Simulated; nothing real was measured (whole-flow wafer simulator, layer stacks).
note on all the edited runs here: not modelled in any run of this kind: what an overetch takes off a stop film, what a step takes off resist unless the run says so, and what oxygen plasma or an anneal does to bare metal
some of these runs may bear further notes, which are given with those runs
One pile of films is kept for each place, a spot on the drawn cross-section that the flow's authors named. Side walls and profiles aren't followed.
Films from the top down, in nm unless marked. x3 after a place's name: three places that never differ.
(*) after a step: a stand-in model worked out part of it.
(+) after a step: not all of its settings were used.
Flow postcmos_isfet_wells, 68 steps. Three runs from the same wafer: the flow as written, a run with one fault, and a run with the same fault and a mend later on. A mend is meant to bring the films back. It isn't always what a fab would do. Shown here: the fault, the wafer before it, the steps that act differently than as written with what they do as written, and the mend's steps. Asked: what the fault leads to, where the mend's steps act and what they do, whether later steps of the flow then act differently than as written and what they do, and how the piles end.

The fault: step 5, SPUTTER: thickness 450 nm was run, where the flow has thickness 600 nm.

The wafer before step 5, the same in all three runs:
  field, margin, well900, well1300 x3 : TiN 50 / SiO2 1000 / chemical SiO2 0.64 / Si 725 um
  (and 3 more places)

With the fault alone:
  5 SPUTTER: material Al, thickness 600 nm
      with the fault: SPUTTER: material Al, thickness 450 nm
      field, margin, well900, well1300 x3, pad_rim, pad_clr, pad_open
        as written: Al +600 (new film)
        with the fault: Al +450 (new film)
  Later steps of the flow that act differently than as written:
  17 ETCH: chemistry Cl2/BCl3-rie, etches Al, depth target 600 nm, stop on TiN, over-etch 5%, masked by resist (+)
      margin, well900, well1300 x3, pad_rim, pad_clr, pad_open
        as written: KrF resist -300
        with the fault: KrF resist -236.2
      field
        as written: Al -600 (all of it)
        with the fault: Al -450 (all of it)
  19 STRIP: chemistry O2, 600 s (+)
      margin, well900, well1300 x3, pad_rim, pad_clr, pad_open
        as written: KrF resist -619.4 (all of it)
        with the fault: KrF resist -683.1 (all of it)
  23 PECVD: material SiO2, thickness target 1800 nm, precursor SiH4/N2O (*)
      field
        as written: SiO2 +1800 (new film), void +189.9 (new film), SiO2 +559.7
        with the fault: SiO2 +2399.6
  At the end the piles differ from the flow's by more than 2% or 0.5 nm, whichever is larger, at field, margin, well900, well1300 x3, pad_rim, pad_clr, pad_open.
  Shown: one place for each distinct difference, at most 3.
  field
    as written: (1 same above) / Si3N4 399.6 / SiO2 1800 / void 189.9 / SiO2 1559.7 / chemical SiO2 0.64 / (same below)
    with the fault: (1 same above) / Si3N4 399.6 / SiO2 3399.6 / chemical SiO2 0.64 / (same below)
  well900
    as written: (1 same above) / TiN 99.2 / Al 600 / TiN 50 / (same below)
    with the fault: (1 same above) / TiN 99.2 / Al 450 / TiN 50 / (same below)
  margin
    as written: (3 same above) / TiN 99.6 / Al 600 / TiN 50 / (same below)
    with the fault: (3 same above) / TiN 99.6 / Al 450 / TiN 50 / (same below)

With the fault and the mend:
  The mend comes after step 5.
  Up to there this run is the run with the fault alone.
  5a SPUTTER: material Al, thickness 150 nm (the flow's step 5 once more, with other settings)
      field, margin, well900, well1300 x3, pad_rim, pad_clr, pad_open
        Al +150
  No later step of the flow acts differently than as written at any place that is followed.
  At the end the piles are the same as the flow's at every place that both follow.
